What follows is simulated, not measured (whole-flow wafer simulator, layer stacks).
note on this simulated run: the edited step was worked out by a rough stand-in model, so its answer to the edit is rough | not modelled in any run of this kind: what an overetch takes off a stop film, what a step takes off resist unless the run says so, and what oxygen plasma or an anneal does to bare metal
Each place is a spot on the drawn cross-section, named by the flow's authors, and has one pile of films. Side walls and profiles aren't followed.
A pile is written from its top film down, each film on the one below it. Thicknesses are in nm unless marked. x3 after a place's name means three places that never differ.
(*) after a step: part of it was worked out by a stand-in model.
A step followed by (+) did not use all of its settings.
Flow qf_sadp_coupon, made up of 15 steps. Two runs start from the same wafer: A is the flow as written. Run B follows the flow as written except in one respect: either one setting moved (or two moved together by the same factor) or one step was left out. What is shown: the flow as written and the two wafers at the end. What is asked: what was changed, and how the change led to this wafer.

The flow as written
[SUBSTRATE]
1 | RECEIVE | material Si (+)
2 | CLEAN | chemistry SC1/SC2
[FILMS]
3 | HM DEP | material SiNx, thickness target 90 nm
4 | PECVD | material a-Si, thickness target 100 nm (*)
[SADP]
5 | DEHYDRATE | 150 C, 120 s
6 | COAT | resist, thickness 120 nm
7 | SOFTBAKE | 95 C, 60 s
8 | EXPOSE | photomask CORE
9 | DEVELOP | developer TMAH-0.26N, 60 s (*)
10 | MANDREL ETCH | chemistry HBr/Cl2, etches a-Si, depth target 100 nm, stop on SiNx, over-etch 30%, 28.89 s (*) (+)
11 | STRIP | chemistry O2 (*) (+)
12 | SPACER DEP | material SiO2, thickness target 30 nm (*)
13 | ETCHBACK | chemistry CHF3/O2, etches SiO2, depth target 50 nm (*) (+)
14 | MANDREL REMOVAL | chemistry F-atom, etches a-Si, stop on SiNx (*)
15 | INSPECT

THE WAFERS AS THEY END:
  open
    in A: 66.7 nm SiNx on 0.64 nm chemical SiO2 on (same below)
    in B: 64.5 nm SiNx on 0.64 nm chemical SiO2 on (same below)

Cause: step 10, MANDREL ETCH: over-etch 45% was run, whereas the flow has over-etch 30%.

The path from the change to this, step by step:
  10 | MANDREL ETCH | chemistry HBr/Cl2, etches a-Si, depth target 100 nm, stop on SiNx, over-etch 30%, 28.89 s (*) (+)
      m: A resist loses 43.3 | B resist loses 48.3
      open: A a-Si loses 100 (all of it), SiNx loses 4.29 | B a-Si loses 100 (all of it), SiNx loses 6.43
  11 | STRIP | chemistry O2 (*) (+)
      m: A chemical SiO2 gains 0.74 (new film), resist loses 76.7 (all of it), a-Si loses 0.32 | B chemical SiO2 gains 0.74 (new film), resist loses 71.7 (all of it), a-Si loses 0.33
